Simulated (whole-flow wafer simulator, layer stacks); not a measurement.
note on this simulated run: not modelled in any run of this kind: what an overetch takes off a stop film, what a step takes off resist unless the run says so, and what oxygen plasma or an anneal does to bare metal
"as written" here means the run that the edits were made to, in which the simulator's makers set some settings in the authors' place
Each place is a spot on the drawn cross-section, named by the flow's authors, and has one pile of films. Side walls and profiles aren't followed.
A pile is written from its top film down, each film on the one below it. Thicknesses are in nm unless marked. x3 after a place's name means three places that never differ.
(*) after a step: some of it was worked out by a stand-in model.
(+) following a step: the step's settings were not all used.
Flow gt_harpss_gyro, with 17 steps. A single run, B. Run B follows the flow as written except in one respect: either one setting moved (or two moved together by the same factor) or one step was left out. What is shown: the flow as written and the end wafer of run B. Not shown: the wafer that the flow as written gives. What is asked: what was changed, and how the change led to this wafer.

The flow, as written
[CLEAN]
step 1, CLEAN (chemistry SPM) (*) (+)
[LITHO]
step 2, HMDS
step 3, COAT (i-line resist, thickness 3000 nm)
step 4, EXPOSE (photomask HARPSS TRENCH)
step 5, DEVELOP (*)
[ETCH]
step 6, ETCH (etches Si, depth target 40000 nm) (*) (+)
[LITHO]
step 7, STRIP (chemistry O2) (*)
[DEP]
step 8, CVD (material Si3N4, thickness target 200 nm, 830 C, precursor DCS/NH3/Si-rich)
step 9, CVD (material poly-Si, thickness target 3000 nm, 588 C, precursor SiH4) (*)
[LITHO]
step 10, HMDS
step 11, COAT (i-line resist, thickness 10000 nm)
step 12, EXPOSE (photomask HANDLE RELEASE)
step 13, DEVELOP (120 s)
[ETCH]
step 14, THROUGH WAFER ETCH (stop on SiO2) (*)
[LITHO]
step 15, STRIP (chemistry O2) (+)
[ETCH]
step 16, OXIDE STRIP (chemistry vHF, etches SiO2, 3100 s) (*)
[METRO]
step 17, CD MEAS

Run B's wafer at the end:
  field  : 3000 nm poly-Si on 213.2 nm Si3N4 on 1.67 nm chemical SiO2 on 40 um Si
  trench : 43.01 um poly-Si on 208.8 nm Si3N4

What caused this: step 8, CVD: thickness target 213.2 nm was run, while the flow as written has thickness target 200 nm.
One can read it off the wafer: field has Si3N4 213.2, and step 8 as written asks for 200 nm.

How this came from the change, step by step:
  step 8, CVD (material Si3N4, thickness target 200 nm, 830 C, precursor DCS/NH3/Si-rich)
      field: Si3N4 gains 213.2 (new film) (in the flow as written it would be: Si3N4 gains 200 (new film))
      trench: Si3N4 gains 208.8 (new film) (in the flow as written it would be: Si3N4 gains 195.9 (new film))
